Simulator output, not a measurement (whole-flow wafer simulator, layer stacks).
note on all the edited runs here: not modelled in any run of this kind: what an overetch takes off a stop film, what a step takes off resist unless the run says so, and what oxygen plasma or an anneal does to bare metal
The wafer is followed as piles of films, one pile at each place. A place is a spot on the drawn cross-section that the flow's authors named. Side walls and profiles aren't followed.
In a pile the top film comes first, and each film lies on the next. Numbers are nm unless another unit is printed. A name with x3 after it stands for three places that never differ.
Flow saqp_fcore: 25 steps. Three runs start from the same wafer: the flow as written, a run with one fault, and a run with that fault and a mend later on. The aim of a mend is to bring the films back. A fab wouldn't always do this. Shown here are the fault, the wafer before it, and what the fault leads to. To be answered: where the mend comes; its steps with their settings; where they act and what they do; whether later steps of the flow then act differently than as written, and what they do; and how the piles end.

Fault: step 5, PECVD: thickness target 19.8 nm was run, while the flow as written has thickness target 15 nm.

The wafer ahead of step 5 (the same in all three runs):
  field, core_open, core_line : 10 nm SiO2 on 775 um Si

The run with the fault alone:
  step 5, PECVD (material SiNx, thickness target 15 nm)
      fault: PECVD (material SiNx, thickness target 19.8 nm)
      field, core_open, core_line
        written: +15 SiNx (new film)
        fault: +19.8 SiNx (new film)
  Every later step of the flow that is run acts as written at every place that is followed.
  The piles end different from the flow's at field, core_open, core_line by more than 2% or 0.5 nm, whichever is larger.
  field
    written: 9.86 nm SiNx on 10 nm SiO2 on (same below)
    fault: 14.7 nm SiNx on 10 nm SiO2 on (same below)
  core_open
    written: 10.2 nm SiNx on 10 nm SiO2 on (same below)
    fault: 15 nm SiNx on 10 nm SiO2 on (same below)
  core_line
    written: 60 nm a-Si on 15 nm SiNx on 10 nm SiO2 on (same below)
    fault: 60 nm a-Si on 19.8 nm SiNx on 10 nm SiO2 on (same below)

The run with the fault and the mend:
  After step 5 comes the mend.
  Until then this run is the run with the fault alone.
  step 5a, ETCH (chemistry h3po4, depth target 4.8 nm)
      field, core_open, core_line
        -4.8 SiNx
  Every later step of the flow that is run acts as written at every place that is followed.
  The piles end the same as the flow's at every place that both follow.
